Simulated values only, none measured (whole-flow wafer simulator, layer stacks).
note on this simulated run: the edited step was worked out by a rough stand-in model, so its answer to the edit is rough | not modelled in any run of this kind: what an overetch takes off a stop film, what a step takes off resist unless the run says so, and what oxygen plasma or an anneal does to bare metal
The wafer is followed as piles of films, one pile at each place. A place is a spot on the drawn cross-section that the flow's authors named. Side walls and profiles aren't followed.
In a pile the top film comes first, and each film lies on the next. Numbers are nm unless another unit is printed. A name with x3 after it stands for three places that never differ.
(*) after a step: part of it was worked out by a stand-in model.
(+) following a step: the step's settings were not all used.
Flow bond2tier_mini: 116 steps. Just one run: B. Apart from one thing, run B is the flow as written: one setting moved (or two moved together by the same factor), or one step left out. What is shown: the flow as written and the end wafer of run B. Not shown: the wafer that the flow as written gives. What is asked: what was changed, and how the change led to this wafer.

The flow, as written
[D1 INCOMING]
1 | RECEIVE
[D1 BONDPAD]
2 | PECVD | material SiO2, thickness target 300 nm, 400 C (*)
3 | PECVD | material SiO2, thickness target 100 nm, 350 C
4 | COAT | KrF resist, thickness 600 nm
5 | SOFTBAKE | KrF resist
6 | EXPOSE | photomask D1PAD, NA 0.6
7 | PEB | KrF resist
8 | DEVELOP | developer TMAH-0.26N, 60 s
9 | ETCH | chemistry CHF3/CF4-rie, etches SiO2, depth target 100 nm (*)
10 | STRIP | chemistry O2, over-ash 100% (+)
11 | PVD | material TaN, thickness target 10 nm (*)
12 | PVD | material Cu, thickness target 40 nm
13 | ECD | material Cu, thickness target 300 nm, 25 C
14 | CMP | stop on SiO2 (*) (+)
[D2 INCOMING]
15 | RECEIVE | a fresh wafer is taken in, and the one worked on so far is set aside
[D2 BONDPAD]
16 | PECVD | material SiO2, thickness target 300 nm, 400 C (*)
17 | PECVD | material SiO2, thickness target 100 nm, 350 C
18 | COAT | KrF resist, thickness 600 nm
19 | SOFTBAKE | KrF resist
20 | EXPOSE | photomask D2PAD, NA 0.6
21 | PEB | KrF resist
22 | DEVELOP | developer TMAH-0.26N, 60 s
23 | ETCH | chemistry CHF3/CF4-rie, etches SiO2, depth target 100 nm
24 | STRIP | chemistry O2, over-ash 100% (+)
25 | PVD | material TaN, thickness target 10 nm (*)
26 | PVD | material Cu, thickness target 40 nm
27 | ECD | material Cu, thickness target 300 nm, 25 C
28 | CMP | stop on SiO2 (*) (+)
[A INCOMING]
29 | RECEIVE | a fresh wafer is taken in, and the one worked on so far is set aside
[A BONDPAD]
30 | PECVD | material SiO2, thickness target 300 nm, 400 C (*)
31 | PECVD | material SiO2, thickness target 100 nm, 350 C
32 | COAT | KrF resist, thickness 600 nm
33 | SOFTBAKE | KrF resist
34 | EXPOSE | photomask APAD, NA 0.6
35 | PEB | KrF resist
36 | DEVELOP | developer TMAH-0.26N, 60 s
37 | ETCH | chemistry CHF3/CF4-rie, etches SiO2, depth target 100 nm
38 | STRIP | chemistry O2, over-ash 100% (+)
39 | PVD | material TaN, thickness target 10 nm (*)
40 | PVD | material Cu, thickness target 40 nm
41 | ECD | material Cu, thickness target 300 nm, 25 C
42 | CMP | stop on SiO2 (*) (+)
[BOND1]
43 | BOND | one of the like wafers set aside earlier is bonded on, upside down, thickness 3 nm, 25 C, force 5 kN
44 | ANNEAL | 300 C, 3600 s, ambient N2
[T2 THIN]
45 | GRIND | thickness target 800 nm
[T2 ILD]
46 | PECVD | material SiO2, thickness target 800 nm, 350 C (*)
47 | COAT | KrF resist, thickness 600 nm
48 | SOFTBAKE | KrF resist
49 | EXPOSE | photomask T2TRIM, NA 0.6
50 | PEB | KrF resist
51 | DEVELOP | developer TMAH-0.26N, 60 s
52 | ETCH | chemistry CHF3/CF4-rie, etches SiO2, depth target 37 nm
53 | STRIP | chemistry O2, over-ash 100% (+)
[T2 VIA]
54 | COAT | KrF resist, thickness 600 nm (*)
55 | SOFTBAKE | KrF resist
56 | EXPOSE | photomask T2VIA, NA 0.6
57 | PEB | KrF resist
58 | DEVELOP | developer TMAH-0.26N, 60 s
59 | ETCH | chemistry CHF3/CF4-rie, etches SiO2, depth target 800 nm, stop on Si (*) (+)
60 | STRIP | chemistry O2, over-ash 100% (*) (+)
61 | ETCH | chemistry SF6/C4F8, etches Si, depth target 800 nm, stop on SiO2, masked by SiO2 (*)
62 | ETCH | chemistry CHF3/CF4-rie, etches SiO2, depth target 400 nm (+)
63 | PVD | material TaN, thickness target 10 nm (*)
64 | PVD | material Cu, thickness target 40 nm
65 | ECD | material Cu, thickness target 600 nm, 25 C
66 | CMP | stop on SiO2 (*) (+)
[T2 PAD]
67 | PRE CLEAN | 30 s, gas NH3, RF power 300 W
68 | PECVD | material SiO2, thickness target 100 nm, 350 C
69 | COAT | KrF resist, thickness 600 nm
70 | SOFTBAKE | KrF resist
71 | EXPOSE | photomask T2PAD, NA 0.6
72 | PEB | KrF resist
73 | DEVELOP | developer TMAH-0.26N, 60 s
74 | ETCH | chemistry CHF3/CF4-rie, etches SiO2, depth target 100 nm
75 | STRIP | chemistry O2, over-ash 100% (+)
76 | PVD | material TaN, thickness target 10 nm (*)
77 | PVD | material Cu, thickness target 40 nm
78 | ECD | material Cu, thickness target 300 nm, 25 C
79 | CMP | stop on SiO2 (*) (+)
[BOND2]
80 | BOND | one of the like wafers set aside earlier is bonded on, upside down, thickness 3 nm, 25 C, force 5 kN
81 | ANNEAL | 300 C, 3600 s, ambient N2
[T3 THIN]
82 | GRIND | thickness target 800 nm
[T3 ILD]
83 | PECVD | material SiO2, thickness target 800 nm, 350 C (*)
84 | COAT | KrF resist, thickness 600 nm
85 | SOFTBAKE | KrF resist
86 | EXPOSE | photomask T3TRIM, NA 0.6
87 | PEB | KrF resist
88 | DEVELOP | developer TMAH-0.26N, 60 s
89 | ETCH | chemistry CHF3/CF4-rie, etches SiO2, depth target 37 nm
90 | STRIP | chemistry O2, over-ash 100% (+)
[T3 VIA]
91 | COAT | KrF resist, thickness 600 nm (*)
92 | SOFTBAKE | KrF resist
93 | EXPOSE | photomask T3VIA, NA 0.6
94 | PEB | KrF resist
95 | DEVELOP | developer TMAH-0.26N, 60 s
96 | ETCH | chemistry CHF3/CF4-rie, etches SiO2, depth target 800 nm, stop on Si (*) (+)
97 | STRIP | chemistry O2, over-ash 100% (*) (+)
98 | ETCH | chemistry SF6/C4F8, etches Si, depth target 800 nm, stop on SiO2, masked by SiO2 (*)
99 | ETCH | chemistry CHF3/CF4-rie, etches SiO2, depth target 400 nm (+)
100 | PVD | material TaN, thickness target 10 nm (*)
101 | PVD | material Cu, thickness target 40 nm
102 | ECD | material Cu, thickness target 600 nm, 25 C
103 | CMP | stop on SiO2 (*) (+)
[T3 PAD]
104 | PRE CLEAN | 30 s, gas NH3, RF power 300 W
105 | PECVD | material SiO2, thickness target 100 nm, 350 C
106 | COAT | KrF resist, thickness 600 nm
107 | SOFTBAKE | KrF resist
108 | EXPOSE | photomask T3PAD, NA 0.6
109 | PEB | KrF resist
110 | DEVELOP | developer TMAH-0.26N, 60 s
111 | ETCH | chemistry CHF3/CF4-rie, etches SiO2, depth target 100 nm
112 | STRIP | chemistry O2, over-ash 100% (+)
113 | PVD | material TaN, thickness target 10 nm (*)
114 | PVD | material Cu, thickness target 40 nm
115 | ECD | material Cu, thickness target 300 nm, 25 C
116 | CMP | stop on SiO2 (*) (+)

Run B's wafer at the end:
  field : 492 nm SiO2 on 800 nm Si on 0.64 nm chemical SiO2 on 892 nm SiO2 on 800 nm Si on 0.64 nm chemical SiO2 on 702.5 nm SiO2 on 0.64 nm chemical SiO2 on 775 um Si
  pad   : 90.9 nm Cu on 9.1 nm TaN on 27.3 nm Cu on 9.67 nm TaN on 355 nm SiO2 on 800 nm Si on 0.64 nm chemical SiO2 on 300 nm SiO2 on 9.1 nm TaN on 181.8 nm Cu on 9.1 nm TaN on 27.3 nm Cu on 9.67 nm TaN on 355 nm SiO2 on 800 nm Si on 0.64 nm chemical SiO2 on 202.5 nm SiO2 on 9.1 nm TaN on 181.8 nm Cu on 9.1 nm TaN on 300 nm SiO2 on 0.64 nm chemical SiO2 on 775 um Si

Cause: step 2, PECVD: thickness target 202.5 nm was run, while the flow as written has thickness target 300 nm.
The wafer lets one read it off: pad has SiO2 202.5, and step 2 as written asks for 300 nm.

The path from the change to this, step by step:
  2 | PECVD | material SiO2, thickness target 300 nm, 400 C (*)
      field, pad, via: SiO2 gains 202.5 (new film) (it would be, as written: SiO2 gains 300 (new film))
  43 | BOND | one of the like wafers set aside earlier is bonded on, upside down, thickness 3 nm, 25 C, force 5 kN
      field: Si gains 775 um (new film), chemical SiO2 gains 0.64 (new film), SiO2 gains 302.5 (it would be, as written: Si gains 775 um (new film), chemical SiO2 gains 0.64 (new film), SiO2 gains 400)
      pad: Si gains 775 um (new film), chemical SiO2 gains 0.64 (new film), SiO2 gains 202.5 (new film), TaN gains 9.1 (new film), Cu gains 90.9 (it would be, as written: Si gains 775 um (new film), chemical SiO2 gains 0.64 (new film), SiO2 gains 300 (new film), TaN gains 9.1 (new film), Cu gains 90.9)
      (and at 1 other place as well)
